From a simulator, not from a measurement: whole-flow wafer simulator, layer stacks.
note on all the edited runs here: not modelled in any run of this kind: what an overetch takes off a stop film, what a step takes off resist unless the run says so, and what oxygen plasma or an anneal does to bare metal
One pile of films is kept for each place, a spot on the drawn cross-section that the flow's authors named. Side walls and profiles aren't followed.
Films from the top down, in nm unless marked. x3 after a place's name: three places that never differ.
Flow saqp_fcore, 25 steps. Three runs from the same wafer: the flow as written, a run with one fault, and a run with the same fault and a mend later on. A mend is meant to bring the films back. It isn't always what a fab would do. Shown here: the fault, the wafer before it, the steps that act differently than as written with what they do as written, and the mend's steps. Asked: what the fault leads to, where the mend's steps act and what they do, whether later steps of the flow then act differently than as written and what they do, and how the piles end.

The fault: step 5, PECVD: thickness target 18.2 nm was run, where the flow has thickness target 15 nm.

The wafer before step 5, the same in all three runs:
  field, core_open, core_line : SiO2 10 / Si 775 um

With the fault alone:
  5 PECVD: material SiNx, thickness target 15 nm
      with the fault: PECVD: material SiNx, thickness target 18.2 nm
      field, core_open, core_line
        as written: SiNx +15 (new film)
        with the fault: SiNx +18.2 (new film)
  No later step of the flow acts differently than as written at any place that is followed.
  At the end the piles differ from the flow's by more than 2% or 0.5 nm, whichever is larger, at field, core_open, core_line.
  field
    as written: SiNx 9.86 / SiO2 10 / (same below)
    with the fault: SiNx 13.1 / SiO2 10 / (same below)
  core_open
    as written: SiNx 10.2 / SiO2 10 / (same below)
    with the fault: SiNx 13.4 / SiO2 10 / (same below)
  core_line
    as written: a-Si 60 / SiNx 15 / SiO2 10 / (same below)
    with the fault: a-Si 60 / SiNx 18.2 / SiO2 10 / (same below)

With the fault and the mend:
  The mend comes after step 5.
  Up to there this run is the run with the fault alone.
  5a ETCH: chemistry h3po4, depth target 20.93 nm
      field, core_open, core_line
        SiNx -18.2 (all of it)
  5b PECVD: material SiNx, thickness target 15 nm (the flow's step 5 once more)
      field, core_open, core_line
        SiNx +15 (new film)
  No later step of the flow acts differently than as written at any place that is followed.
  At the end the piles are the same as the flow's at every place that both follow.
